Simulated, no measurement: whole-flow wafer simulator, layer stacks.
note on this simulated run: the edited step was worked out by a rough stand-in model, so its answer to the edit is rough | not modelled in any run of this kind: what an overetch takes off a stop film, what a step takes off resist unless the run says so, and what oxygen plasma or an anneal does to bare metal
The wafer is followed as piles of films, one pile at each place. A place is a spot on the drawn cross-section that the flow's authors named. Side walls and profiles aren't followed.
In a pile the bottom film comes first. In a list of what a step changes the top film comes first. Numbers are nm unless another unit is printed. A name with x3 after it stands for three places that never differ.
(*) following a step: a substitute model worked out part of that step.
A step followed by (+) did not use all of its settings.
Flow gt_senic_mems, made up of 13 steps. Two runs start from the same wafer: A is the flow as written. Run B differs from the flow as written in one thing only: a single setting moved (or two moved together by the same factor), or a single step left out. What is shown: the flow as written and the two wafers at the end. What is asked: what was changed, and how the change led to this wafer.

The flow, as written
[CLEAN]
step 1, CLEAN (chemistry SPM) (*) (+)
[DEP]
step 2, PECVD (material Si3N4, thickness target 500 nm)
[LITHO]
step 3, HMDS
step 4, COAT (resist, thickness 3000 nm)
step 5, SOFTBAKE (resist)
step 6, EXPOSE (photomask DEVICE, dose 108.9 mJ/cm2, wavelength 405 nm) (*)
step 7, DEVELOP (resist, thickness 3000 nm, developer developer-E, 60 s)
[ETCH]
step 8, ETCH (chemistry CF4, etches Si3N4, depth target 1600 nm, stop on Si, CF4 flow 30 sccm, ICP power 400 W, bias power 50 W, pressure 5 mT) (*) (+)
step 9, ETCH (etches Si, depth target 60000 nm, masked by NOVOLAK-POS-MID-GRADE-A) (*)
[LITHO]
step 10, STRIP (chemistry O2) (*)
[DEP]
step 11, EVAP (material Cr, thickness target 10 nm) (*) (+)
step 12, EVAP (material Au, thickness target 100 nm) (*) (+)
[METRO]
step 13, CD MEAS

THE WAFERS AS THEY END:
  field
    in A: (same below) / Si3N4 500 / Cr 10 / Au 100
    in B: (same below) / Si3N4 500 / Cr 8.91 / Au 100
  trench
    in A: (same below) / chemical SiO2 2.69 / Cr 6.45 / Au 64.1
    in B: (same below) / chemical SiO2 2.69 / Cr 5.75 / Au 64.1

What caused this: step 11, EVAP: thickness target 8.91 nm was run, though the flow has thickness target 10 nm.
One can read it off the wafer: field has Cr 8.91, and step 11 as written asks for 10 nm.

The path from the change to this, step by step:
  step 11, EVAP (material Cr, thickness target 10 nm) (*) (+)
      field: A Cr gains 10 (new film) | B Cr gains 8.91 (new film)
      trench: A Cr gains 6.45 (new film) | B Cr gains 5.75 (new film)
